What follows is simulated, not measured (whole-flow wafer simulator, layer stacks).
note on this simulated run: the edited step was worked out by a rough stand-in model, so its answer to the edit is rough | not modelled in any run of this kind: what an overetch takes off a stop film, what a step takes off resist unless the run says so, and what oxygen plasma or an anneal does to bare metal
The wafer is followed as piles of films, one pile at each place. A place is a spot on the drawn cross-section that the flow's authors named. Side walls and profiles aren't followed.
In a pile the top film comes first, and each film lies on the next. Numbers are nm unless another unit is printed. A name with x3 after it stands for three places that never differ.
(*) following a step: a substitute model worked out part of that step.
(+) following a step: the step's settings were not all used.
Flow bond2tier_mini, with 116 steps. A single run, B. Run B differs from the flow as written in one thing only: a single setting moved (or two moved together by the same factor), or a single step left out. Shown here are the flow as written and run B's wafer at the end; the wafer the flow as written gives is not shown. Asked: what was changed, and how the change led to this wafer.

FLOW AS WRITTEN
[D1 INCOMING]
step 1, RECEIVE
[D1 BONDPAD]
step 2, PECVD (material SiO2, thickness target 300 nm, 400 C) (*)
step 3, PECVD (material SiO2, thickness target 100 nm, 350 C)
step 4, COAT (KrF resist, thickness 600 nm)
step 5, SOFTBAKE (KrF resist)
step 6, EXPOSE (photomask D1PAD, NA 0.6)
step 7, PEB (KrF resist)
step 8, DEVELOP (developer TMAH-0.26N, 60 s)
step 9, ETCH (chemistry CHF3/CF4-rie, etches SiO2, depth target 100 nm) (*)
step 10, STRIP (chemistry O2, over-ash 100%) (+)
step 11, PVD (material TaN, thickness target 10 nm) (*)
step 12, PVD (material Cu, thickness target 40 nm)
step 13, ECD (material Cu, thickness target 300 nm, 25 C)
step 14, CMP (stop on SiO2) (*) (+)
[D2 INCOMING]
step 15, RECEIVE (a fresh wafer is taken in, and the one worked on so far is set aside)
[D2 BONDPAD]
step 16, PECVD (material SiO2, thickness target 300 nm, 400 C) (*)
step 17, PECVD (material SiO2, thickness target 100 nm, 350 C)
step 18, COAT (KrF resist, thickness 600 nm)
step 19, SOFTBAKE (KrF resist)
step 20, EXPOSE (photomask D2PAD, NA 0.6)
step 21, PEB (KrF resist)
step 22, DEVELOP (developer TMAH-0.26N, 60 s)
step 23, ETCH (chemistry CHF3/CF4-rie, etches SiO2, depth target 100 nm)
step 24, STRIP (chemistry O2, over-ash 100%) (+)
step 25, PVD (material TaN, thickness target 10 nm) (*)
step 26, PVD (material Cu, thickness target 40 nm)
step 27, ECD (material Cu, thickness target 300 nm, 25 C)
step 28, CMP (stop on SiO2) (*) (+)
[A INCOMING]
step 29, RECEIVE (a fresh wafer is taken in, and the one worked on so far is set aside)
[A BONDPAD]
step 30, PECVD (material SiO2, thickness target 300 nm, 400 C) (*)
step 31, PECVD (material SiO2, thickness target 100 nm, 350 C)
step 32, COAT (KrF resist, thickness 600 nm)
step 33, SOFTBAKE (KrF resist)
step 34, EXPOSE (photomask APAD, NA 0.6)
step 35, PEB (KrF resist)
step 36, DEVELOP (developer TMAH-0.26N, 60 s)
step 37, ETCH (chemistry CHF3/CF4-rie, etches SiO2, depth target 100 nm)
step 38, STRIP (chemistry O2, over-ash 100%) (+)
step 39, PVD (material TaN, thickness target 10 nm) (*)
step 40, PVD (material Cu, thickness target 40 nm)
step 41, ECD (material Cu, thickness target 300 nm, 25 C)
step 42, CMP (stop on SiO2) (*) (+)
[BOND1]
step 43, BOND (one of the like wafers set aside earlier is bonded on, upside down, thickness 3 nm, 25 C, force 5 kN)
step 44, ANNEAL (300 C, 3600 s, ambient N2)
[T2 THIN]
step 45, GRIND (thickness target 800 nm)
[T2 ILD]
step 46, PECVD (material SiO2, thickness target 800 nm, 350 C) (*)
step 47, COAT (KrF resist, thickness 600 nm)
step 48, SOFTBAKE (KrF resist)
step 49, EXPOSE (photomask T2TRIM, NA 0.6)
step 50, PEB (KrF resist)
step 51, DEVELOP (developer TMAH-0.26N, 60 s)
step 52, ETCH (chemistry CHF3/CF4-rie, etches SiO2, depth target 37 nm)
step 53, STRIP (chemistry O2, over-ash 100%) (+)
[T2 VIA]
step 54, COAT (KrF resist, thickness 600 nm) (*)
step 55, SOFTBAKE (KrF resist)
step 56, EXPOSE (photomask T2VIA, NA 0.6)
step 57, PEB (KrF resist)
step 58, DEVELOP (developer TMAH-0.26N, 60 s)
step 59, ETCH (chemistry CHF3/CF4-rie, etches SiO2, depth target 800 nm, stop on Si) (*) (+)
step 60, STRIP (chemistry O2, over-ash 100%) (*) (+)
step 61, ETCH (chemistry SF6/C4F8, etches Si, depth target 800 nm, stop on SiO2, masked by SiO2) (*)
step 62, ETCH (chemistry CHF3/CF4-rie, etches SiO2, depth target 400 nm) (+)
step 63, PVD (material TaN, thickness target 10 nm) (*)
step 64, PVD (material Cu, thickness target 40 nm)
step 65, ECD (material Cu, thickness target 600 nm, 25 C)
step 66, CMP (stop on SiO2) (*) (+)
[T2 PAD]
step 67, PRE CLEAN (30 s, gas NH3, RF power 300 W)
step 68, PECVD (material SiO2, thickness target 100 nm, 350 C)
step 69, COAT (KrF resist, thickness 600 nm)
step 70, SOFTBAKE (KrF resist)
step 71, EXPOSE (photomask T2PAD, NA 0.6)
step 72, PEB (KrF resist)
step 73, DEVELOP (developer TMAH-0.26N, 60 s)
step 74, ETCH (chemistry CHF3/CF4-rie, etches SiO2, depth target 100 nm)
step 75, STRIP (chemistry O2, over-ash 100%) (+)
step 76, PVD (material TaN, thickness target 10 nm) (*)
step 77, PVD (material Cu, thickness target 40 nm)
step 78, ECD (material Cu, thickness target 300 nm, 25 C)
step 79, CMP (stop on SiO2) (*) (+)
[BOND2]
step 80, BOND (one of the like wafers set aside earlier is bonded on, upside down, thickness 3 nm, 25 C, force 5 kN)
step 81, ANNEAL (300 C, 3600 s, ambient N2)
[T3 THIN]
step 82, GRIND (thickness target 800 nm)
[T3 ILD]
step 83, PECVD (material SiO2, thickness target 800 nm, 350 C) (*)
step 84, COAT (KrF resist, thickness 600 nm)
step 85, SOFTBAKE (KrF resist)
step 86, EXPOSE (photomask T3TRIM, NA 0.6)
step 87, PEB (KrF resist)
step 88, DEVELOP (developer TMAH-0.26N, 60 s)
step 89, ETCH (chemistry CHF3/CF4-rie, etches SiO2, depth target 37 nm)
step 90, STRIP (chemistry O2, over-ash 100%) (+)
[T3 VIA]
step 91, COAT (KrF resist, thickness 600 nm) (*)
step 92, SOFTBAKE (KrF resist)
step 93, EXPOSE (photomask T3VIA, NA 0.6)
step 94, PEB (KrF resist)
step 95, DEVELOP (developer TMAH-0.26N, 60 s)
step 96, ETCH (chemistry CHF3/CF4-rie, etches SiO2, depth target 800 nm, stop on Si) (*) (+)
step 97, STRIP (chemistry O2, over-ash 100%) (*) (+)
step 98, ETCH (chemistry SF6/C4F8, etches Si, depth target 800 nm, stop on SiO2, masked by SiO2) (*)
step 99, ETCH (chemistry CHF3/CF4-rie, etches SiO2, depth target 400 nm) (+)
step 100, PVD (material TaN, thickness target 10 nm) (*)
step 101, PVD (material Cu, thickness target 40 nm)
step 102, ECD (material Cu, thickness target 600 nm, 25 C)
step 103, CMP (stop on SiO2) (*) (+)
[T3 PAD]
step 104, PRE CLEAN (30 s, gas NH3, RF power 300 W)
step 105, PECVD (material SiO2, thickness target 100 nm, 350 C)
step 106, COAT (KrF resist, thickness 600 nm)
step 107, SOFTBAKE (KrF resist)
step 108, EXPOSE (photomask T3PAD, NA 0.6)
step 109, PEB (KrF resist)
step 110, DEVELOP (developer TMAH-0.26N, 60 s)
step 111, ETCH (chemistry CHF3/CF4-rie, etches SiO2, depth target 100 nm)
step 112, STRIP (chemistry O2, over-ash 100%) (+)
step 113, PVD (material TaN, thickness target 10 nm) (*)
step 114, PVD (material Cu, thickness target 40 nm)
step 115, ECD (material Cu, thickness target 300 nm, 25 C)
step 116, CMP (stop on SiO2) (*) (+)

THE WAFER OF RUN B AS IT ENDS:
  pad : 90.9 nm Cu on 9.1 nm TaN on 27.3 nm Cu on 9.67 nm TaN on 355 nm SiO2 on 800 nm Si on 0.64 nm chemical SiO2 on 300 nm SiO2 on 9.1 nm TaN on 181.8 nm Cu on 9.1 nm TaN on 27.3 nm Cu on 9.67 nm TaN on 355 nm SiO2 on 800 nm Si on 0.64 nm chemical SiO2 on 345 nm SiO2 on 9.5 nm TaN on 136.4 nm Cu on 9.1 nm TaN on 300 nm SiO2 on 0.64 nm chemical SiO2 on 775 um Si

The reason: step 9, ETCH: depth target 55 nm was run, though the flow has depth target 100 nm.

How this came from the change, step by step:
  step 9, ETCH (chemistry CHF3/CF4-rie, etches SiO2, depth target 100 nm) (*)
      pad, via: SiO2 loses 55 (it would be, as written: SiO2 loses 100)
      field: KrF resist loses 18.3 (it would be, as written: KrF resist loses 33.3)
  step 10, STRIP (chemistry O2, over-ash 100%) (+)
      field: KrF resist loses 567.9 (all of it) (it would be, as written: KrF resist loses 552.9 (all of it))
  step 12, PVD (material Cu, thickness target 40 nm)
      pad: Cu gains 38 (new film) (it would be, as written: Cu gains 36.4 (new film))
  step 13, ECD (material Cu, thickness target 300 nm, 25 C)
      pad: Cu gains 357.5 (it would be, as written: Cu gains 404.5)
      via: Cu gains 355 (it would be, as written: Cu gains 400.2)
  step 43, BOND (one of the like wafers set aside earlier is bonded on, upside down, thickness 3 nm, 25 C, force 5 kN)
      pad: Si gains 775 um (new film), chemical SiO2 gains 0.64 (new film), SiO2 gains 345 (new film), TaN gains 9.5 (new film), Cu gains 45.5 (it would be, as written: Si gains 775 um (new film), chemical SiO2 gains 0.64 (new film), SiO2 gains 300 (new film), TaN gains 9.1 (new film), Cu gains 90.9)
      via: Si gains 775 um (new film), chemical SiO2 gains 0.64 (new film), SiO2 gains 345 (new film), TaN gains 10 (new film), Cu gains 45 (it would be, as written: Si gains 775 um (new film), chemical SiO2 gains 0.64 (new film), SiO2 gains 300 (new film), TaN gains 9.97 (new film), Cu gains 90)
